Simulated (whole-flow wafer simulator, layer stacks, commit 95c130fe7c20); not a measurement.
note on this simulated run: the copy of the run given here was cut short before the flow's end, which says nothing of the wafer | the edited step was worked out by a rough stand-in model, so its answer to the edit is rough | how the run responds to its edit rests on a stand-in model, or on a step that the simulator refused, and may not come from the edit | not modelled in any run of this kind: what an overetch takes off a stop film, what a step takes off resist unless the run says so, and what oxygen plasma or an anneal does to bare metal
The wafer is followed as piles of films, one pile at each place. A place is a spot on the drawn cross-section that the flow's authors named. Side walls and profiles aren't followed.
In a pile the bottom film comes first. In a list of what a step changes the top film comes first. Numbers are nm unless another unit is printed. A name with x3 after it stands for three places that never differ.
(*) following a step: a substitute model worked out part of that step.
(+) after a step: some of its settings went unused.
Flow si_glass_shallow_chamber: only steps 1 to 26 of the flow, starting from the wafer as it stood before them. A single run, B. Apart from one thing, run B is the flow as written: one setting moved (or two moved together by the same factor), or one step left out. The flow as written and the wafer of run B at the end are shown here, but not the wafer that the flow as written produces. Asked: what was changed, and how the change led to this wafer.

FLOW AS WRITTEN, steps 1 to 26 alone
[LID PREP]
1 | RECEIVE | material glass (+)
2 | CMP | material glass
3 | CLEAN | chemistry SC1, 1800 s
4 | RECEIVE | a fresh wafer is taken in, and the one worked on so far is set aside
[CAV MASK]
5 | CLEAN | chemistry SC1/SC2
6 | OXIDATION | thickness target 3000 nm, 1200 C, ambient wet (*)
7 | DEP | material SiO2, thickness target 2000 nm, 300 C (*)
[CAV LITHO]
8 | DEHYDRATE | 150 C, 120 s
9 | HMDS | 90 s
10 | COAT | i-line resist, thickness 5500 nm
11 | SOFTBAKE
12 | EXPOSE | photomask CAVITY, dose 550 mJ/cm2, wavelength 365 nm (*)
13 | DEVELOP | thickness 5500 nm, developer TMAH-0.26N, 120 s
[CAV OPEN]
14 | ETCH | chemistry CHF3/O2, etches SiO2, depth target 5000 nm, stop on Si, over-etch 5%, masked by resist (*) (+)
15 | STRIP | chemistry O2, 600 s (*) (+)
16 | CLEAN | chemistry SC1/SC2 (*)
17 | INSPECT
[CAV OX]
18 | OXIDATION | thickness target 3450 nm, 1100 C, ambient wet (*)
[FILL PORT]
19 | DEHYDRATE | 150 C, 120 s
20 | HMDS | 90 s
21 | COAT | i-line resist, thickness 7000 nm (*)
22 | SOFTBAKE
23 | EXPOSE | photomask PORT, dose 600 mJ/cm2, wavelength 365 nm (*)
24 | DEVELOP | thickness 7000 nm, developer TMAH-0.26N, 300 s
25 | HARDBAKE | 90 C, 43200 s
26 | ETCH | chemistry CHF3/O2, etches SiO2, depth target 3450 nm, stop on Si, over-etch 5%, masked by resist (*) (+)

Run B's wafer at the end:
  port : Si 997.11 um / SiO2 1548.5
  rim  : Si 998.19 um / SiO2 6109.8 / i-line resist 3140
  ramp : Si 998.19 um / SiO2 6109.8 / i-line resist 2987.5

The reason: step 26, ETCH: depth target 1811 nm was run, while the flow as written has depth target 3450 nm.

The path from the change to this, step by step:
  26 | ETCH | chemistry CHF3/O2, etches SiO2, depth target 3450 nm, stop on Si, over-etch 5%, masked by resist (*) (+)
      port: SiO2 loses 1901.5 (it would be, as written: SiO2 loses 3450 (all of it), Si loses 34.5)
      rim, ramp, cav, ring: i-line resist loses 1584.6 (it would be, as written: i-line resist loses 3018.8)
      (and at 1 other place as well)
